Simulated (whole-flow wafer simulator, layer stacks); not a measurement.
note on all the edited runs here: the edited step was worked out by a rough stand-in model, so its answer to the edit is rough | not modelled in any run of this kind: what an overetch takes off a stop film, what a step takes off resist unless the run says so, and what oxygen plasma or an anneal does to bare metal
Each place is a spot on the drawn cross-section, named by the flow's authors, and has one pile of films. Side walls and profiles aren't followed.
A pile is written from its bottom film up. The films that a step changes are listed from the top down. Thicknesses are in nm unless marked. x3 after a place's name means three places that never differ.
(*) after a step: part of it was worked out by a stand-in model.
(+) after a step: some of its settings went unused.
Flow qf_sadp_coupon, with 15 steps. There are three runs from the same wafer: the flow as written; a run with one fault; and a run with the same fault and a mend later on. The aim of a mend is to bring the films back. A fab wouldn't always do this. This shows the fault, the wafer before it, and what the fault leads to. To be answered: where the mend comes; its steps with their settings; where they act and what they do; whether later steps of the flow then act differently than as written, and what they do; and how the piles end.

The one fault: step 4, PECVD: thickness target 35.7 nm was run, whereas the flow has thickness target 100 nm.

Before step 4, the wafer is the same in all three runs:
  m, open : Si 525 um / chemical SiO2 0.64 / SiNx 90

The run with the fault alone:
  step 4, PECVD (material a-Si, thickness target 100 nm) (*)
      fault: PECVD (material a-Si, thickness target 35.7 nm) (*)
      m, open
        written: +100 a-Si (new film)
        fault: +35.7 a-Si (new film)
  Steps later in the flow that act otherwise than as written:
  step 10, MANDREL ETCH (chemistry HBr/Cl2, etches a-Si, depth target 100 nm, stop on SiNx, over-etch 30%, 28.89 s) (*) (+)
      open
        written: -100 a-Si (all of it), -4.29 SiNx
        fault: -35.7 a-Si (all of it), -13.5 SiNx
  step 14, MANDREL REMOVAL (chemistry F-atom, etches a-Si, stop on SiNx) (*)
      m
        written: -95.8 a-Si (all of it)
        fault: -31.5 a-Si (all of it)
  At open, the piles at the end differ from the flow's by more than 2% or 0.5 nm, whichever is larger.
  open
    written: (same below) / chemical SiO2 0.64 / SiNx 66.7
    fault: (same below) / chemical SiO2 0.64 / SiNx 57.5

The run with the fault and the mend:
  The mend stands after step 4.
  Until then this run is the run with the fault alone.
  step 4a, ETCH (chemistry tmah, depth target 41.05 nm)
      m, open
        -35.7 a-Si (all of it)
  step 4b, PECVD (material a-Si, thickness target 100 nm) (*) (the flow's step 4 again)
      m, open
        +100 a-Si (new film)
  None of the later steps of the flow acts differently than as written at any place that is followed.
  At every place that both follow, the piles at the end match the flow's.
